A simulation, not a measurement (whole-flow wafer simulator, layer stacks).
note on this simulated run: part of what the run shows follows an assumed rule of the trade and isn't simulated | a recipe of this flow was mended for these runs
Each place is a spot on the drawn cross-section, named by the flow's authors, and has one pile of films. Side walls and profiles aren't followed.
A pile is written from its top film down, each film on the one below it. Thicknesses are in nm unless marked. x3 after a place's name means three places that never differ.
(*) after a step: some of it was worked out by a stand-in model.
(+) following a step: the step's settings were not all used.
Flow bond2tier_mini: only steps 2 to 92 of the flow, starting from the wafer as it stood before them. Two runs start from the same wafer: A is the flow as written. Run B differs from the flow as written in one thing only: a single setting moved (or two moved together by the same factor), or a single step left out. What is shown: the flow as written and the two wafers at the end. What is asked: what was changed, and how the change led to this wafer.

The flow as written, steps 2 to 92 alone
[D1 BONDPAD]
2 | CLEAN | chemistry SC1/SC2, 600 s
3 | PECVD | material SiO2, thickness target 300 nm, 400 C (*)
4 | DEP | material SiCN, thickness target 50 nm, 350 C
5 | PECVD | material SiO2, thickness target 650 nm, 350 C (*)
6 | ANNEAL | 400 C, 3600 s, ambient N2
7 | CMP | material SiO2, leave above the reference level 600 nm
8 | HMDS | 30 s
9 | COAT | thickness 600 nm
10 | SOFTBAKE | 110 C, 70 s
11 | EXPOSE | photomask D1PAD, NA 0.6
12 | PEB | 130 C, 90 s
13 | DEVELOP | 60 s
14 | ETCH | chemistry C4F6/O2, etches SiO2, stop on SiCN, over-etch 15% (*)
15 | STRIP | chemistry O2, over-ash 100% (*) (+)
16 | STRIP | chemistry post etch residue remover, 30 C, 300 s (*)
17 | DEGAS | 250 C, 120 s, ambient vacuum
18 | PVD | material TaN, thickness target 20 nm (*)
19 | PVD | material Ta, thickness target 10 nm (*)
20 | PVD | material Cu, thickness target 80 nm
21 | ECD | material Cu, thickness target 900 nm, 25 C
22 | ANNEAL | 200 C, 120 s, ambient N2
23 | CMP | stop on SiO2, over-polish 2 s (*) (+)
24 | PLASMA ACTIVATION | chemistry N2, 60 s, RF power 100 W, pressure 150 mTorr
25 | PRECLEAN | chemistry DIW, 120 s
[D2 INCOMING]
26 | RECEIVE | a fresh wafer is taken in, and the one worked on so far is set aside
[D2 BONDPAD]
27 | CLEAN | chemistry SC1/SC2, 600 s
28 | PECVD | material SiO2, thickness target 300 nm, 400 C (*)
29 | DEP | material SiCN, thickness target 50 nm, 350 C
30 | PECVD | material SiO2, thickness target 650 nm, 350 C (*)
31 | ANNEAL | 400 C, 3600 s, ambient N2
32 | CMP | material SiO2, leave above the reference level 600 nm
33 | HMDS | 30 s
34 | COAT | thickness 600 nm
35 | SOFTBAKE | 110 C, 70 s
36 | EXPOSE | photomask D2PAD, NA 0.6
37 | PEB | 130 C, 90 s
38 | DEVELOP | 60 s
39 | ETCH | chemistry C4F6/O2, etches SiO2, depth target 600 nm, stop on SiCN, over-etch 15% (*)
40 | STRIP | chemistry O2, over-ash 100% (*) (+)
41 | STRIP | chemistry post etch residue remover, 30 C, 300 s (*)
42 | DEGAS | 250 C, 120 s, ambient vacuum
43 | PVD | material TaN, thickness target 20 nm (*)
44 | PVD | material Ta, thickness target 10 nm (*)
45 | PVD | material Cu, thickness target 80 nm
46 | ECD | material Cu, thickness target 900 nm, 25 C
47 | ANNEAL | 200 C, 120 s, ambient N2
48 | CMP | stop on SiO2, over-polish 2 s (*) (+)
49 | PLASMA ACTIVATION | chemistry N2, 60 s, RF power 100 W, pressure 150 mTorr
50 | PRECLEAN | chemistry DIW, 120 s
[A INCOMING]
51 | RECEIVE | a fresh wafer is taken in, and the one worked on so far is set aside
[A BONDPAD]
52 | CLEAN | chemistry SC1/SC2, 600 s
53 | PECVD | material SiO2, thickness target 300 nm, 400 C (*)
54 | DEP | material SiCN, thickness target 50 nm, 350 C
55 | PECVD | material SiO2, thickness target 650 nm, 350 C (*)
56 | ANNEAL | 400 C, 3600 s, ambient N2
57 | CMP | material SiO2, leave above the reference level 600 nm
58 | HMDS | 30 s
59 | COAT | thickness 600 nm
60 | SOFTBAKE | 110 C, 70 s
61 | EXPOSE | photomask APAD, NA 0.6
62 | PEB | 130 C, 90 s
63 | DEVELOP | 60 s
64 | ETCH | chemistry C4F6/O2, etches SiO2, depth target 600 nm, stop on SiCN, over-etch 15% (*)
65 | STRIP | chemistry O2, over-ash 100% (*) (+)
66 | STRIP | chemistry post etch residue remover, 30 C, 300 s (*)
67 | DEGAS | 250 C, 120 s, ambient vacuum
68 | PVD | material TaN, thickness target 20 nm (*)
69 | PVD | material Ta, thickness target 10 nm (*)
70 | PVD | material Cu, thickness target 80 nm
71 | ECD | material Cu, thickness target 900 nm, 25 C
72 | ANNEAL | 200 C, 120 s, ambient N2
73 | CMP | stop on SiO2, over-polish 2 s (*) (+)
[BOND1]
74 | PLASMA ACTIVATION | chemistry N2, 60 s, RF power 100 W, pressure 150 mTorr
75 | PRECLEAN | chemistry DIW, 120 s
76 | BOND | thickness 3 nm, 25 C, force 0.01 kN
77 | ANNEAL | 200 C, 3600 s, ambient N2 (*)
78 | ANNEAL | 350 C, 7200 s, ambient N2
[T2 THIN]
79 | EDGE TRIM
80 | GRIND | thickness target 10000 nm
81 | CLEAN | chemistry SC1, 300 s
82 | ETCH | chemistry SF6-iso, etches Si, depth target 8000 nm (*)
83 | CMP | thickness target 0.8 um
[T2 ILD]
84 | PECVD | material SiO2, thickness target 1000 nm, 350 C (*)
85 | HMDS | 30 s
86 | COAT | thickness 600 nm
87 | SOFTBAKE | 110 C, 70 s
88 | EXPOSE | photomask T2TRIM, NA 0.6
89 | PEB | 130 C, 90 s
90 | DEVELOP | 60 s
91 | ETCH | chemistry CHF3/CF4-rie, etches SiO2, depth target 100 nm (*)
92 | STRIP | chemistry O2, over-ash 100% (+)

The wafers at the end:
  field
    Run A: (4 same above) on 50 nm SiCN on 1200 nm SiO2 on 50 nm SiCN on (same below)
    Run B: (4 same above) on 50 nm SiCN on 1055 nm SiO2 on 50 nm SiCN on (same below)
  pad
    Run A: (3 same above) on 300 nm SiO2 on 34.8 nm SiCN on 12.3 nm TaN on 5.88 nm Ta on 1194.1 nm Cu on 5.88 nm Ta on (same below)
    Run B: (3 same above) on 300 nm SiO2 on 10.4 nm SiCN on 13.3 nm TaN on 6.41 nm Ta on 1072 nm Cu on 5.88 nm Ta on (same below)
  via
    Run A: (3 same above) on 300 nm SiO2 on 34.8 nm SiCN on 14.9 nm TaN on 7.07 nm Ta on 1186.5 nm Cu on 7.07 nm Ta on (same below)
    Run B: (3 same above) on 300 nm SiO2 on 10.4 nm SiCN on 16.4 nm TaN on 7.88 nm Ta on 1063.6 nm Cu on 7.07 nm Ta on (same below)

What caused this: step 5, PECVD: thickness target 455 nm was run, while the flow as written has thickness target 650 nm.

How this came from the change, step by step:
  5 | PECVD | material SiO2, thickness target 650 nm, 350 C (*)
      field, pad, via: A +650 SiO2 (new film) | B +455 SiO2 (new film)
  7 | CMP | material SiO2, leave above the reference level 600 nm
      field, pad, via: A -50 SiO2 | B nothing
  14 | ETCH | chemistry C4F6/O2, etches SiO2, stop on SiCN, over-etch 15% (*)
      pad, via: A -600 SiO2 (all of it), -15.2 SiCN | B -455 SiO2 (all of it), -39.6 SiCN
      field: A -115 thick-KrF-resist | B -87.2 thick-KrF-resist
  15 | STRIP | chemistry O2, over-ash 100% (*) (+)
      field: A -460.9 thick-KrF-resist (all of it) | B -488.7 thick-KrF-resist (all of it)
  18 | PVD | material TaN, thickness target 20 nm (*)
      pad: A +12.3 TaN (new film) | B +13.3 TaN (new film)
      via: A +14.9 TaN (new film) | B +16.4 TaN (new film)
  19 | PVD | material Ta, thickness target 10 nm (*)
      pad: A +5.88 Ta (new film) | B +6.41 Ta (new film)
      via: A +7.07 Ta (new film) | B +7.88 Ta (new film)
  20 | PVD | material Cu, thickness target 80 nm
      pad: A +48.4 Cu (new film) | B +52.5 Cu (new film)
      via: A +59 Cu (new film) | B +65 Cu (new film)
  21 | ECD | material Cu, thickness target 900 nm, 25 C
      pad: A +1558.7 Cu | B +1432.5 Cu
      via: A +1544.3 Cu | B +1415.4 Cu
  76 | BOND | thickness 3 nm, 25 C, force 0.01 kN
      field: A +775 um Si (new film), +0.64 chemical SiO2 (new film), +300 SiO2 (new film), +50 SiCN (new film), +600 SiO2 | B +775 um Si (new film), +0.64 chemical SiO2 (new film), +300 SiO2 (new film), +50 SiCN (new film), +455 SiO2
      pad: A +775 um Si (new film), +0.64 chemical SiO2 (new film), +300 SiO2 (new film), +34.8 SiCN (new film), +12.3 TaN (new film), +5.88 Ta (new film), +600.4 Cu | B +775 um Si (new film), +0.64 chemical SiO2 (new film), +300 SiO2 (new film), +10.4 SiCN (new film), +13.3 TaN (new film), +6.41 Ta (new film), +478.3 Cu
      (and at 1 other place as well)
